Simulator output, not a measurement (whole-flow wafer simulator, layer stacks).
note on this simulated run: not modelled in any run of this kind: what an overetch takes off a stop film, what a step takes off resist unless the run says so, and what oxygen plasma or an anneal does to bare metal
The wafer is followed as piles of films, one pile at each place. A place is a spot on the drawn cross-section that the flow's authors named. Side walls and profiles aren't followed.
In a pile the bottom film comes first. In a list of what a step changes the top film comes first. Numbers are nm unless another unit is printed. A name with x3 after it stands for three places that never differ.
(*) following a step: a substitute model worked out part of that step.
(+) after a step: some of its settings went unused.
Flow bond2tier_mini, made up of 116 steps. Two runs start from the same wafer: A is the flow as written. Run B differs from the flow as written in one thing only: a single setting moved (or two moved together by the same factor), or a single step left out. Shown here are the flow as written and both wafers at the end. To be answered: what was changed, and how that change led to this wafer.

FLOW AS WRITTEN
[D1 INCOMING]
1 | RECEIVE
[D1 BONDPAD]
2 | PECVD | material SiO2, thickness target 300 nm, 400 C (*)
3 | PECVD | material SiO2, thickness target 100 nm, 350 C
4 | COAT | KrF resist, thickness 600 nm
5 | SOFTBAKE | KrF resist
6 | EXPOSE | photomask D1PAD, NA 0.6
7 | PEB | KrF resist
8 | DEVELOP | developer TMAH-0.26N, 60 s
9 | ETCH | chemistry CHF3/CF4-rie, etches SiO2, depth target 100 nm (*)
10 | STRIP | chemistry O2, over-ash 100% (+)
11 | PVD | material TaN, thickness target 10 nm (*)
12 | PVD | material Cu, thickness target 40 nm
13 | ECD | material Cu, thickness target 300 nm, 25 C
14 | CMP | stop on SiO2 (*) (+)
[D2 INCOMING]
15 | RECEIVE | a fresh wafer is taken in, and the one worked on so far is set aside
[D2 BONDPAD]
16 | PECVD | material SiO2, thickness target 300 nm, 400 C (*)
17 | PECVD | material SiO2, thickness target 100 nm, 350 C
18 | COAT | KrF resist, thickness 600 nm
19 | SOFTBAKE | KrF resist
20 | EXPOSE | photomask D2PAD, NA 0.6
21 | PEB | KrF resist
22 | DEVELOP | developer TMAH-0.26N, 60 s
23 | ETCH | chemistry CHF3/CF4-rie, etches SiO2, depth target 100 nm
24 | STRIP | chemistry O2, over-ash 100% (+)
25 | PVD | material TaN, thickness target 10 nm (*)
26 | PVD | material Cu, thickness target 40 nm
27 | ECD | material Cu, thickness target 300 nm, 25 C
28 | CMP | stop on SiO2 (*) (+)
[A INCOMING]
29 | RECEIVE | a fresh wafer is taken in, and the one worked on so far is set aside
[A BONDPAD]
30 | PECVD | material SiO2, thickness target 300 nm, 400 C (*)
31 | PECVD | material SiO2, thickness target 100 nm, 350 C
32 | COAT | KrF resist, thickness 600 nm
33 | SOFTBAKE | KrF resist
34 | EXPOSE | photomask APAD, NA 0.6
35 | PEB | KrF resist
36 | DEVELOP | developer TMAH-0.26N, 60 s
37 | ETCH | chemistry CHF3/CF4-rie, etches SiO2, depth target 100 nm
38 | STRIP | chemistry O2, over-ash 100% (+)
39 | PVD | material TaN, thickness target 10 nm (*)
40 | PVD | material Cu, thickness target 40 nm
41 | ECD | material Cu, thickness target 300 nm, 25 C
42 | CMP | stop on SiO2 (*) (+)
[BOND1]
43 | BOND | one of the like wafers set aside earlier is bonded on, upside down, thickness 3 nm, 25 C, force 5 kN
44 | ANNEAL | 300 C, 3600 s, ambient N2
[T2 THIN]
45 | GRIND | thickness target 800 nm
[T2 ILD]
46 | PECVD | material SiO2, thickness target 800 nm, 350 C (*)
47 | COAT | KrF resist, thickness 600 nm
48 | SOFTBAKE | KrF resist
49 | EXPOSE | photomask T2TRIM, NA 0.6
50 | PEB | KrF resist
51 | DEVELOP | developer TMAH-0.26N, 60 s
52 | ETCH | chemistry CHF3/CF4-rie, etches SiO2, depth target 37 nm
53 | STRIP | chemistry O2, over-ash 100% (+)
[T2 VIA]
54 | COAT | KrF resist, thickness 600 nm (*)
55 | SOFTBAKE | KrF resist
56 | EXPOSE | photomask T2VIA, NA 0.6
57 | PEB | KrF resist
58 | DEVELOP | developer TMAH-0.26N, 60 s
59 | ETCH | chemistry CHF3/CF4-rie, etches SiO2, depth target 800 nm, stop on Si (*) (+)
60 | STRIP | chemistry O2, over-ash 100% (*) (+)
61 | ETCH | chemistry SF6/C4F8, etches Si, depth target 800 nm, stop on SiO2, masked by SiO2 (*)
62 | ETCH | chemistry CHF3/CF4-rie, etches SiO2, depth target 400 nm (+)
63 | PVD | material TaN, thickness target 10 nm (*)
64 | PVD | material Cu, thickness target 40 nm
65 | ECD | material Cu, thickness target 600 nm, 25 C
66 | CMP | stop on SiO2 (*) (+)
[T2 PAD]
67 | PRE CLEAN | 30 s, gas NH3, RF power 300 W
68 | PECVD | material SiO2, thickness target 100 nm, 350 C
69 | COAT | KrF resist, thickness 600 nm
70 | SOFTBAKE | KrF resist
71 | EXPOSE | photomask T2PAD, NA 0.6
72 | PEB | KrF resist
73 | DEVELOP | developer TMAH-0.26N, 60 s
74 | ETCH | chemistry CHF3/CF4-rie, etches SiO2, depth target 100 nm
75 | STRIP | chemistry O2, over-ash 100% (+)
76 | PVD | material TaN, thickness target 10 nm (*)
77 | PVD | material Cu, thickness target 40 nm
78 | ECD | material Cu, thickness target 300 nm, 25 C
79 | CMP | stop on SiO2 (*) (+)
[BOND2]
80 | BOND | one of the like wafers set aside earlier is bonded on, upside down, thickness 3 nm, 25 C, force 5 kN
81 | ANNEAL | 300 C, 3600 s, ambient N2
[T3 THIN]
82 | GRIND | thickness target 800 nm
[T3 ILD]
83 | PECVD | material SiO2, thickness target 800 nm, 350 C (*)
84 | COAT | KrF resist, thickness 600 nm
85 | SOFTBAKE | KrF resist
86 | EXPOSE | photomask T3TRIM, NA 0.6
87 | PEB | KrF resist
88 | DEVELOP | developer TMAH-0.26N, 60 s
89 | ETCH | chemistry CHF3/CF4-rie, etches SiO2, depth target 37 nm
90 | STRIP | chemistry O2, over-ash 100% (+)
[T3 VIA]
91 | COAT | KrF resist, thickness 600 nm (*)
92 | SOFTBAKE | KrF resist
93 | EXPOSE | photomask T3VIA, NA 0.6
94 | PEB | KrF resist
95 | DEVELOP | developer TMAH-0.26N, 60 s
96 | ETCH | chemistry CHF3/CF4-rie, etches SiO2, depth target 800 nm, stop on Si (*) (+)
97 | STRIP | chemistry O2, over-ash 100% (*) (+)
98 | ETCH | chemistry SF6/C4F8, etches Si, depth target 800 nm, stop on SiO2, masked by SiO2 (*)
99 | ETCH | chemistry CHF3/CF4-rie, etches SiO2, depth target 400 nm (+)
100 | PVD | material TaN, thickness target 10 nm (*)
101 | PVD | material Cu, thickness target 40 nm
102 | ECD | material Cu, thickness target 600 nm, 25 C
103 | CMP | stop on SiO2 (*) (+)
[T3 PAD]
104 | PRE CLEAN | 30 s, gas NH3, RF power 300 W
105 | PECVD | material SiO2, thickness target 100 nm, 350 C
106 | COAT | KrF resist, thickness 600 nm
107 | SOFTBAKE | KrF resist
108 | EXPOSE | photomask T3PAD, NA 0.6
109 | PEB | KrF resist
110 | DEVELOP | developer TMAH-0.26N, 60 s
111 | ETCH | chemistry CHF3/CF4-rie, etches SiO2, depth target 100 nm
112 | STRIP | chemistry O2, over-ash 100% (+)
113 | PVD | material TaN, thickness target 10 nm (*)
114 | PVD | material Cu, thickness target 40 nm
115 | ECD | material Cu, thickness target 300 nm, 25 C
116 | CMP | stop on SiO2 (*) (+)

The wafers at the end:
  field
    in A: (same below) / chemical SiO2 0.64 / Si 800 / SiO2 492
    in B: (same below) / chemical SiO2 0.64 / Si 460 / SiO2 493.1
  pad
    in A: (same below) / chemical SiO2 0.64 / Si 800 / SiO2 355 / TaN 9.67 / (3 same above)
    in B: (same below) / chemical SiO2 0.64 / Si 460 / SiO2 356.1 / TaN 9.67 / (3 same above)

Cause: step 82, GRIND: thickness target 460 nm was run, whereas the flow has thickness target 800 nm.
One can read it off the wafer: field has Si 460, and step 82 as written asks for 800 nm.

Step by step, how the change led to this:
  82 | GRIND | thickness target 800 nm
      field, pad: A -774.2 um Si | B -774.54 um Si
  98 | ETCH | chemistry SF6/C4F8, etches Si, depth target 800 nm, stop on SiO2, masked by SiO2 (*)
      field, pad: A -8 SiO2 | B -6.9 SiO2
